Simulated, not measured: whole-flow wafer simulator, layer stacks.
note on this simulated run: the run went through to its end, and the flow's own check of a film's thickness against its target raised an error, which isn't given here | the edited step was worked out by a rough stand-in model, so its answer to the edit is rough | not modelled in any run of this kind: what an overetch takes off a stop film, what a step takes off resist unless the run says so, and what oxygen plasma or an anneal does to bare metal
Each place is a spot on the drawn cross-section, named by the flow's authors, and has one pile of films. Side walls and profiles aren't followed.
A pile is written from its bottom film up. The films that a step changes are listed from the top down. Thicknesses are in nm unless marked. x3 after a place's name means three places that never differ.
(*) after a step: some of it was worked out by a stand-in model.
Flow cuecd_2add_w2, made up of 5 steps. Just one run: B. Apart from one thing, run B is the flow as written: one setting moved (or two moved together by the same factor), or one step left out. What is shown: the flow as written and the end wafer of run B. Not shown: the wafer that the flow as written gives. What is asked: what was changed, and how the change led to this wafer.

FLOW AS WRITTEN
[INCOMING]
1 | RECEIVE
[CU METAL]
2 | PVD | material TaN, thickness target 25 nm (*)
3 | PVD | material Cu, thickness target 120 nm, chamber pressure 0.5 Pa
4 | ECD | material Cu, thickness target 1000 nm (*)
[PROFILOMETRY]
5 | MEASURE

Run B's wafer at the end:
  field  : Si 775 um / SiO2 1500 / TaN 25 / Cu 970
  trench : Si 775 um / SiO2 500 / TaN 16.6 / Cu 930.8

The reason: step 4, ECD: thickness target 850 nm was run, whereas the flow has thickness target 1000 nm.

How this came from the change, step by step:
  4 | ECD | material Cu, thickness target 1000 nm (*)
      field: +850 Cu (in the flow as written it would be: +1000 Cu)
      trench: +850 Cu (in the flow as written it would be: +2047.6 Cu)
